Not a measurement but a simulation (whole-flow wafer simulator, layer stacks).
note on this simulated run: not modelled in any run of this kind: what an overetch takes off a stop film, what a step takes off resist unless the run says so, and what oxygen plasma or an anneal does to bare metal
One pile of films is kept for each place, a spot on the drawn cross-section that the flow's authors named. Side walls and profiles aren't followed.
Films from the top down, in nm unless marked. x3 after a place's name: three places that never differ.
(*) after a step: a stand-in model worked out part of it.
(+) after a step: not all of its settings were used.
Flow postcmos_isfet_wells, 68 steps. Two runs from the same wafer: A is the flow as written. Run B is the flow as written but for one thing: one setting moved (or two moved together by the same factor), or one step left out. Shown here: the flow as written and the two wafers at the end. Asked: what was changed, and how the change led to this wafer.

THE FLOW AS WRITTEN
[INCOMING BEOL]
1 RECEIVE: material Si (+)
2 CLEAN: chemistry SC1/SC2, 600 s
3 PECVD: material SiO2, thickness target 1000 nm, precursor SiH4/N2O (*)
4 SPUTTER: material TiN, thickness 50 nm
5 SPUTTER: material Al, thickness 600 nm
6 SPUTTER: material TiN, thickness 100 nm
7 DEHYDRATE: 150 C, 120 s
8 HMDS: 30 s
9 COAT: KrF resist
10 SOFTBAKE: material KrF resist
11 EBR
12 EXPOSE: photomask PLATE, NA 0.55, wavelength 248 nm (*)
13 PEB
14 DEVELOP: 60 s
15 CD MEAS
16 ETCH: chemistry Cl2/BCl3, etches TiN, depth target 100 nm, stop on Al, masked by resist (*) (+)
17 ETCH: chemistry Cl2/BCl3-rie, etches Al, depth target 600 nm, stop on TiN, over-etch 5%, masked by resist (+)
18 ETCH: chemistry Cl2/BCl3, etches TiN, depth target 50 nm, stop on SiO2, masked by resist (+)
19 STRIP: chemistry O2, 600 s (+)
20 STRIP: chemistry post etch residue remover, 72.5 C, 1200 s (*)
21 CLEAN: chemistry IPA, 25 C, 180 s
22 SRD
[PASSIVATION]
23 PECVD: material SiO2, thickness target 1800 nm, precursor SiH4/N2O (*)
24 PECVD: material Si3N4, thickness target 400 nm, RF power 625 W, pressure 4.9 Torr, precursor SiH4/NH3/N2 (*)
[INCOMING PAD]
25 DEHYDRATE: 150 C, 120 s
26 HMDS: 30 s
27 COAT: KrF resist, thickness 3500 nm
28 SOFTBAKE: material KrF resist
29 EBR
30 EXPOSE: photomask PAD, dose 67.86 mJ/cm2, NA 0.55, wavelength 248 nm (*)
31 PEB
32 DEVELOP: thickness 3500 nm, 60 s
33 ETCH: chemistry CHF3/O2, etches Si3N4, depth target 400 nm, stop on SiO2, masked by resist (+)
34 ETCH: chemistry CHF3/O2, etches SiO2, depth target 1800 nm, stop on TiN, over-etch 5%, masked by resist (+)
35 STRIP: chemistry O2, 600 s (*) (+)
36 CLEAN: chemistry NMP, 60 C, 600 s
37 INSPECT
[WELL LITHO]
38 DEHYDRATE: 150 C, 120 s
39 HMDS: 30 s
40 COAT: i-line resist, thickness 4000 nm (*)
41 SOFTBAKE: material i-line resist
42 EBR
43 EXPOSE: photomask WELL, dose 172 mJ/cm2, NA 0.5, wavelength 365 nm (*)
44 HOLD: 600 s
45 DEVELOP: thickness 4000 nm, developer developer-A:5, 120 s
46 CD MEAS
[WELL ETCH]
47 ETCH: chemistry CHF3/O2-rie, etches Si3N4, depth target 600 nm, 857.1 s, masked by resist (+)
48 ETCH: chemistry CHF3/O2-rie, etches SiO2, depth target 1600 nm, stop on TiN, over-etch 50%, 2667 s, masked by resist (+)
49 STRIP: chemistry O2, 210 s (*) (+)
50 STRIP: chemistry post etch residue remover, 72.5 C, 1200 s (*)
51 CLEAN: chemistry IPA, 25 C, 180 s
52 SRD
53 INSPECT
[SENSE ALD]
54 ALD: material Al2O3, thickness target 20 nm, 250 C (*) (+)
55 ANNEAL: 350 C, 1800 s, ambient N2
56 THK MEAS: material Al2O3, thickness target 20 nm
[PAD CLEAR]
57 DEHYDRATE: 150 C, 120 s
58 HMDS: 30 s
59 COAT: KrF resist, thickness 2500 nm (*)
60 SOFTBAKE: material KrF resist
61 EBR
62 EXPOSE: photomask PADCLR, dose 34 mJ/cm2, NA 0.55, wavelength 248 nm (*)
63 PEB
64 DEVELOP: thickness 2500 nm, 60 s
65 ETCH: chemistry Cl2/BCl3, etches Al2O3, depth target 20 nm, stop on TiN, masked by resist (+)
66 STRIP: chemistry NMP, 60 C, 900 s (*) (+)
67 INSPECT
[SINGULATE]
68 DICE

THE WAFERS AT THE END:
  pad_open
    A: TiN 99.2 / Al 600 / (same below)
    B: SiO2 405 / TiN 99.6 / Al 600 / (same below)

The cause: step 34, ETCH: depth target 1395 nm was run, where the flow has depth target 1800 nm.

How the change led to this, step by step:
  34 ETCH: chemistry CHF3/O2, etches SiO2, depth target 1800 nm, stop on TiN, over-etch 5%, masked by resist (+)
      pad_open: A SiO2 -1800 (all of it) | B SiO2 -1395
      field, margin, well900, well1300 x3, pad_rim, pad_clr: A KrF resist -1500 | B KrF resist -1162.5
  35 STRIP: chemistry O2, 600 s (*) (+)
      field, margin, well900, well1300 x3, pad_rim, pad_clr: A KrF resist -1613.3 (all of it) | B KrF resist -1950.8 (all of it)
  40 COAT: i-line resist, thickness 4000 nm (*)
      pad_clr: A i-line resist +3256.8 (new film) | B i-line resist +3384.6 (new film)
      pad_open: A i-line resist +4804.7 (new film) | B i-line resist +4658.8 (new film)
  41 SOFTBAKE: material i-line resist
      pad_clr: A i-line resist -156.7 | B i-line resist -117.6
      pad_open: A i-line resist +115.3 | B i-line resist +96.9
  49 STRIP: chemistry O2, 210 s (*) (+)
      pad_clr: A i-line resist -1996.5 (all of it) | B i-line resist -2163.4 (all of it)
      pad_open: A i-line resist -3816.3 (all of it) | B i-line resist -3652 (all of it)
  59 COAT: KrF resist, thickness 2500 nm (*)
      pad_rim: A KrF resist +1976.4 (new film) | B KrF resist +2068.8 (new film)
      pad_clr: A KrF resist +1691.6 (new film) | B KrF resist +1828.6 (new film)
      (and at 1 more place)
  60 SOFTBAKE: material KrF resist
      pad_clr: A KrF resist -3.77 | B KrF resist -3.17
  63 PEB
      pad_rim: A KrF resist -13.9 | B KrF resist -14.6
      pad_clr: A KrF resist -11.8 | B KrF resist -12.8
      (and at 1 more place)
  64 DEVELOP: thickness 2500 nm, 60 s
      pad_clr: A KrF resist -1676 (all of it) | B KrF resist -1812.6 (all of it)
      pad_open: A KrF resist -3045.1 (all of it) | B KrF resist -2943.7 (all of it)
  66 STRIP: chemistry NMP, 60 C, 900 s (*) (+)
      pad_rim: A KrF resist -1923.7 (all of it) | B KrF resist -2015.3 (all of it)
